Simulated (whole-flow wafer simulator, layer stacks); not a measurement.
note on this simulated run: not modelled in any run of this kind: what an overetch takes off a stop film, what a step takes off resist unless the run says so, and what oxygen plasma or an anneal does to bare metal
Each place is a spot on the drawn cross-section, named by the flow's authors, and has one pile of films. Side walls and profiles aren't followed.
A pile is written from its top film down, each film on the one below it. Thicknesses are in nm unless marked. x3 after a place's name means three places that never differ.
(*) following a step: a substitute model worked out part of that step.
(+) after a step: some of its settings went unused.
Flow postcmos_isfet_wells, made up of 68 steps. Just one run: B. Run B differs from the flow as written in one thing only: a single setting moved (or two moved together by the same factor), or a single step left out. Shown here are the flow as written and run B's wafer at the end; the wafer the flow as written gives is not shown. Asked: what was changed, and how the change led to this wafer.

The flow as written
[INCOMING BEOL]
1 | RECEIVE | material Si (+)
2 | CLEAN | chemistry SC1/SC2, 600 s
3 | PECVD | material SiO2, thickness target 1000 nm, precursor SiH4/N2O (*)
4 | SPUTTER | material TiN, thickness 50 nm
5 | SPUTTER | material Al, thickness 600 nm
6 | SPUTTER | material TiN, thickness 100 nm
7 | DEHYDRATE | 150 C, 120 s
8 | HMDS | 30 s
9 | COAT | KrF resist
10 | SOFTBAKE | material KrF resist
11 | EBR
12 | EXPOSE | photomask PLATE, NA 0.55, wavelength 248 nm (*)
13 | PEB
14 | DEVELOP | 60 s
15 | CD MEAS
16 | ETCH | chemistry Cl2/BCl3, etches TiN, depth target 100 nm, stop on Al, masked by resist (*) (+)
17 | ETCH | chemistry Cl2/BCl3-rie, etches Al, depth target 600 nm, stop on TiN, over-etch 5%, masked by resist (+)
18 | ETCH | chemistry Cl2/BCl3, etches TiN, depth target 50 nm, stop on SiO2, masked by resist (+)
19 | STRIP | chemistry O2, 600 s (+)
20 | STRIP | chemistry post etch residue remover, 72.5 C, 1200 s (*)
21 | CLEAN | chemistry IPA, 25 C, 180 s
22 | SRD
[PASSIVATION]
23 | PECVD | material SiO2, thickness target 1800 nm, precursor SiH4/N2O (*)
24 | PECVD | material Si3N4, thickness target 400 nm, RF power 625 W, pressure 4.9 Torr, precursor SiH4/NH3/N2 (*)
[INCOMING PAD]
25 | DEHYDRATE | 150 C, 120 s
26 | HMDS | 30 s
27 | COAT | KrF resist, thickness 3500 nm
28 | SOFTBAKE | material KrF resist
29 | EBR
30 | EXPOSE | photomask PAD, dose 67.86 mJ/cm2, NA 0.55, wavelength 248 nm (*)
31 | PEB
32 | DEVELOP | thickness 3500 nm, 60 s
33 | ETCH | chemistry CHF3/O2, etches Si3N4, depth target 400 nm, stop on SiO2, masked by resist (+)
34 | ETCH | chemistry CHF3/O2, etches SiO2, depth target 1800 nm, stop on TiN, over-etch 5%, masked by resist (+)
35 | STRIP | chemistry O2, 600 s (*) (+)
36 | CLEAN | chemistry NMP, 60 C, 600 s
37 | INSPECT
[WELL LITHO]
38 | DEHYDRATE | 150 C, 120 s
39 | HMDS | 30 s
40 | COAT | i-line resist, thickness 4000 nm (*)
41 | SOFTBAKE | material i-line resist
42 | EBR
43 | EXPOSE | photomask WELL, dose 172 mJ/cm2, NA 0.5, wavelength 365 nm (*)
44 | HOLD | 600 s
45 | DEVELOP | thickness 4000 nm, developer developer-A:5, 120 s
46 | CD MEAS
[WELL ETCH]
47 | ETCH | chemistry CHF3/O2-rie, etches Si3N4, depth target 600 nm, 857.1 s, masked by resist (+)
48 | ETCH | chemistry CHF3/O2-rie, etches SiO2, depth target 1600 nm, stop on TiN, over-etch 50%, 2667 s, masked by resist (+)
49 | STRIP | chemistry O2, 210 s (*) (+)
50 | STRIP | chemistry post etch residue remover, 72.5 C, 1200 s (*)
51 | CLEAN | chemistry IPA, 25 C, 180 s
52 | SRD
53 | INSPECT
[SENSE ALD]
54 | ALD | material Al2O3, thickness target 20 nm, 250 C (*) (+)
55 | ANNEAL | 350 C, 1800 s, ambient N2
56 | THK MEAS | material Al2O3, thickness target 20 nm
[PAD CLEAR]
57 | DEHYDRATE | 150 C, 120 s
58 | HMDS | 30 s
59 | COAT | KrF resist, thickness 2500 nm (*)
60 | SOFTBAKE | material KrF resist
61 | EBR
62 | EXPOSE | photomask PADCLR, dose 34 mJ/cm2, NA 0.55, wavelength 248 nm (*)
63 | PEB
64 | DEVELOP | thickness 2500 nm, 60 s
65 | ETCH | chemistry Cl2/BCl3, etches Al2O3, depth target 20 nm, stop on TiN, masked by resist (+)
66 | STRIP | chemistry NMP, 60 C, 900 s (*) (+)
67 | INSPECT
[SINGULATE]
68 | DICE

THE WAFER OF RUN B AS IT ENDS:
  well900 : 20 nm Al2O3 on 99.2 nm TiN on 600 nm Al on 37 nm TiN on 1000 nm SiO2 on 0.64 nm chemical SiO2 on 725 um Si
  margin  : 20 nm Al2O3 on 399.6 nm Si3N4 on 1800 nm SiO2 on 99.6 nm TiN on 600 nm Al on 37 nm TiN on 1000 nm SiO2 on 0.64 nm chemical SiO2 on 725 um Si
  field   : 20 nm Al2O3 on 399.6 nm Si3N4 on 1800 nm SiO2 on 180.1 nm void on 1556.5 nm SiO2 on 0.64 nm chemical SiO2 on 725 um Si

What caused this: step 4, SPUTTER: thickness 37 nm was run, while the flow as written has thickness 50 nm.
The wafer lets one read it off: well900 has TiN 37, and step 4 as written asks for 50 nm.

How this came from the change, step by step:
  4 | SPUTTER | material TiN, thickness 50 nm
      field, margin, well900, well1300 x3, pad_rim, pad_clr, pad_open: +37 TiN (new film) (as written it would have been: +50 TiN (new film))
  18 | ETCH | chemistry Cl2/BCl3, etches TiN, depth target 50 nm, stop on SiO2, masked by resist (+)
      field: -37 TiN (all of it) (as written it would have been: -50 TiN (all of it))
  23 | PECVD | material SiO2, thickness target 1800 nm, precursor SiH4/N2O (*)
      field: +1800 SiO2 (new film), +180.1 void (new film), +556.5 SiO2 (as written it would have been: +1800 SiO2 (new film), +189.9 void (new film), +559.7 SiO2)
